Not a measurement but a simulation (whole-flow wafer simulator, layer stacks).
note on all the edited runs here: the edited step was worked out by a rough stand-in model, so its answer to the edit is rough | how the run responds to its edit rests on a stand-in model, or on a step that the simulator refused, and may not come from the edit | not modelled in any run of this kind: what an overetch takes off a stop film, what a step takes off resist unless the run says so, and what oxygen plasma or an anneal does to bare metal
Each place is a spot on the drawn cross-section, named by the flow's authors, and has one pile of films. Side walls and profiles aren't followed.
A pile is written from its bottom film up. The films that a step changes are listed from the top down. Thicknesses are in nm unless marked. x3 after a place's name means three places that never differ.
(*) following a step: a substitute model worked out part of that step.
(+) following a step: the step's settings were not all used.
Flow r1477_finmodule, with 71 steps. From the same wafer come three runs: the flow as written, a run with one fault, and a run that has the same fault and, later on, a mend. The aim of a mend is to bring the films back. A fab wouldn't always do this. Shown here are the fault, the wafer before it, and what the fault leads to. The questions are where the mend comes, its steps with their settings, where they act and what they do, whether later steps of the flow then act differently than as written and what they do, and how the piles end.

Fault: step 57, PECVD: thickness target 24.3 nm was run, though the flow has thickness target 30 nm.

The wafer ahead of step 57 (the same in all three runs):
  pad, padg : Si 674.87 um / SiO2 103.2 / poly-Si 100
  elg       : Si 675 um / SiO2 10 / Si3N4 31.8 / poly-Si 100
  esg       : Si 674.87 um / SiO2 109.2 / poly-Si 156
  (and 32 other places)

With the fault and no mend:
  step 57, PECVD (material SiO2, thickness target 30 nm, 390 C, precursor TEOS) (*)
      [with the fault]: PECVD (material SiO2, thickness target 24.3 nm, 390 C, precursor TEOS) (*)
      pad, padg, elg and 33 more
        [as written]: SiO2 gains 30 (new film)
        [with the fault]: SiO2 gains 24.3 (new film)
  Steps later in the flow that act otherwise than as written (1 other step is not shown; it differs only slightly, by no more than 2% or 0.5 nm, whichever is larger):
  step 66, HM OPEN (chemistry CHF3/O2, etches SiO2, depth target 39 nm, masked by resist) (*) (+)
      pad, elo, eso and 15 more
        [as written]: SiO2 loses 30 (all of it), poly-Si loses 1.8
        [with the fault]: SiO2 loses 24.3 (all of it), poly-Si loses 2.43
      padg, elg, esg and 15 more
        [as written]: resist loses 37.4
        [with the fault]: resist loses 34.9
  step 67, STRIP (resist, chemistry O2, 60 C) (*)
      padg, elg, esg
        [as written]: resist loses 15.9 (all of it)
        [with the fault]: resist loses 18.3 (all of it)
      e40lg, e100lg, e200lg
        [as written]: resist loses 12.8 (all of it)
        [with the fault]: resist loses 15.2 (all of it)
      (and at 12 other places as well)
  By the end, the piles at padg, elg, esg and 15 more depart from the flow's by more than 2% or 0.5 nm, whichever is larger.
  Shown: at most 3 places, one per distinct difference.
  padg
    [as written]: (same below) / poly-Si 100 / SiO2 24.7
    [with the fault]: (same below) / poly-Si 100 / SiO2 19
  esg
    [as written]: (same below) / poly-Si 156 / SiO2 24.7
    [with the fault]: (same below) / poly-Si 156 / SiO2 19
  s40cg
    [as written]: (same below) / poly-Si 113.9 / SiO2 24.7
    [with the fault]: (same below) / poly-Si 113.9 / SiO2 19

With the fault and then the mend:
  The mend follows step 58.
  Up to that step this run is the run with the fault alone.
  step 58a, PECVD (material SiO2, thickness target 5.7 nm, 390 C, precursor TEOS) (*) (a further turn of the flow's step 57, with different settings)
      pad, padg, elg and 33 more
        SiO2 gains 5.7
  None of the later steps of the flow acts differently than as written at any place that is followed.
  The piles end the same as the flow's at every place that both follow.
